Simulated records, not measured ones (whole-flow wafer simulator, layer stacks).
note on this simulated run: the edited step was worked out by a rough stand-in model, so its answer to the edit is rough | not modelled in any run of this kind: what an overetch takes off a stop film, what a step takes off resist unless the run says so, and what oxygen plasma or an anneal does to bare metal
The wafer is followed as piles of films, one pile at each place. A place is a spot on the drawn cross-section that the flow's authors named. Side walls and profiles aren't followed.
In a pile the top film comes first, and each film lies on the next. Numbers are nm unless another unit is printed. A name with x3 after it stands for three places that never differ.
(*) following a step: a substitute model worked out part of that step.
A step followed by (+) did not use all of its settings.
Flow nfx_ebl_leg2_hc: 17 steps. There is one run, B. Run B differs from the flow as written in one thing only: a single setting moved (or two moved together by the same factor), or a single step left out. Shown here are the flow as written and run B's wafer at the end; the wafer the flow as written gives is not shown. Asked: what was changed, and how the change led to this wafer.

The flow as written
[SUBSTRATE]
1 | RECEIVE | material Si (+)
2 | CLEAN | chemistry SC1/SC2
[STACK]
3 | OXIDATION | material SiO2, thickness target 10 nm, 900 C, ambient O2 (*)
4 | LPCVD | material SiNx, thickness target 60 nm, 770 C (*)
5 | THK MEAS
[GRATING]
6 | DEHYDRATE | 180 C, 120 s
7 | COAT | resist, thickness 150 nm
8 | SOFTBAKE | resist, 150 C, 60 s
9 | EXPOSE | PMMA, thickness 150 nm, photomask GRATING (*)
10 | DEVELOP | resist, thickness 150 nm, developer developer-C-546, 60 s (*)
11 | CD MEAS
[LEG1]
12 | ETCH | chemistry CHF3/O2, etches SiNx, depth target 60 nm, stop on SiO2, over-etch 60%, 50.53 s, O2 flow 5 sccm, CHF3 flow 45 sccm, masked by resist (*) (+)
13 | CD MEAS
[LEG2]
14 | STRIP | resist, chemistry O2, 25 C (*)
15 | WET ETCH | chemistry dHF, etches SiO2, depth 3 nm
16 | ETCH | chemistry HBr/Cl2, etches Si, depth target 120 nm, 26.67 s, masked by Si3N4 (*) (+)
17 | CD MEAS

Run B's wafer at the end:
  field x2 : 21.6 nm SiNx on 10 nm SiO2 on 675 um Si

What caused this: step 4, LPCVD: thickness target 33 nm was run, whereas the flow has thickness target 60 nm.

The path from the change to this, step by step:
  4 | LPCVD | material SiNx, thickness target 60 nm, 770 C (*)
      field x2, pad x2: +33 SiNx (new film) (it would be, as written: +60 SiNx (new film))
  12 | ETCH | chemistry CHF3/O2, etches SiNx, depth target 60 nm, stop on SiO2, over-etch 60%, 50.53 s, O2 flow 5 sccm, CHF3 flow 45 sccm, masked by resist (*) (+)
      pad x2: -33 SiNx (all of it), -10 SiO2 (all of it) (it would be, as written: -60 SiNx (all of it), -10 SiO2 (all of it))
